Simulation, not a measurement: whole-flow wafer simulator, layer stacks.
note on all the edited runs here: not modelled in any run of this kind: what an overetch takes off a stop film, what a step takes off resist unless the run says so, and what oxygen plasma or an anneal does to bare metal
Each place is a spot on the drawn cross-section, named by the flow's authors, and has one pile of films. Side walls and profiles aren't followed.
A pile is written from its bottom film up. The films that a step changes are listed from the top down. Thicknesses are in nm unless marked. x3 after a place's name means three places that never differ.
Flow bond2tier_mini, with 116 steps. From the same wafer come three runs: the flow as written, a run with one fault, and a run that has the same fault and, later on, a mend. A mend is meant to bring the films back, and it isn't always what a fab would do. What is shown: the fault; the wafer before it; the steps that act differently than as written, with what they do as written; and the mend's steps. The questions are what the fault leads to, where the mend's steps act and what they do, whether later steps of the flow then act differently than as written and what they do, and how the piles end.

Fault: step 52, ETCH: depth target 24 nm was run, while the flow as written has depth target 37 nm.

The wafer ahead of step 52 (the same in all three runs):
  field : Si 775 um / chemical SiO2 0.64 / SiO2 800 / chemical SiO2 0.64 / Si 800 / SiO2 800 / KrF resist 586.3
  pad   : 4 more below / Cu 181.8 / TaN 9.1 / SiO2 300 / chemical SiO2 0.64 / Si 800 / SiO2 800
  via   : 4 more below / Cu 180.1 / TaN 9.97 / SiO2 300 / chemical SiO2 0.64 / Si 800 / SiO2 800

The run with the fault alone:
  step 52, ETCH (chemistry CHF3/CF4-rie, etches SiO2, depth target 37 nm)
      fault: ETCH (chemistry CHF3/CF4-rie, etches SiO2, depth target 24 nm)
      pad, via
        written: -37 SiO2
        fault: -24 SiO2
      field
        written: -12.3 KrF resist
        fault: -8 KrF resist
  Steps later in the flow that act otherwise than as written (7 more steps, not shown, differ only slightly: by at most 2% or 0.5 nm, whichever is larger):
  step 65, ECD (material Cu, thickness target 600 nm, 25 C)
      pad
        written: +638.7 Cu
        fault: +625.1 Cu
  At pad, the piles at the end differ from the flow's by more than 2% or 0.5 nm, whichever is larger.
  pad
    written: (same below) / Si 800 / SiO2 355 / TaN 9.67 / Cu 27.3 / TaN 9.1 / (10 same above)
    fault: (same below) / Si 800 / SiO2 368 / TaN 9.79 / Cu 14.2 / TaN 9.1 / (10 same above)

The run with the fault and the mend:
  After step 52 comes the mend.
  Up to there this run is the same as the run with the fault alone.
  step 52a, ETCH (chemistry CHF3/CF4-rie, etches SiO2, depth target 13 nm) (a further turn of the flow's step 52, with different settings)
      pad, via
        -13 SiO2
      field
        -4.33 KrF resist
  Later steps of the flow that are run all act as written at every place that is followed.
  The piles end the same as the flow's at every place that both follow.
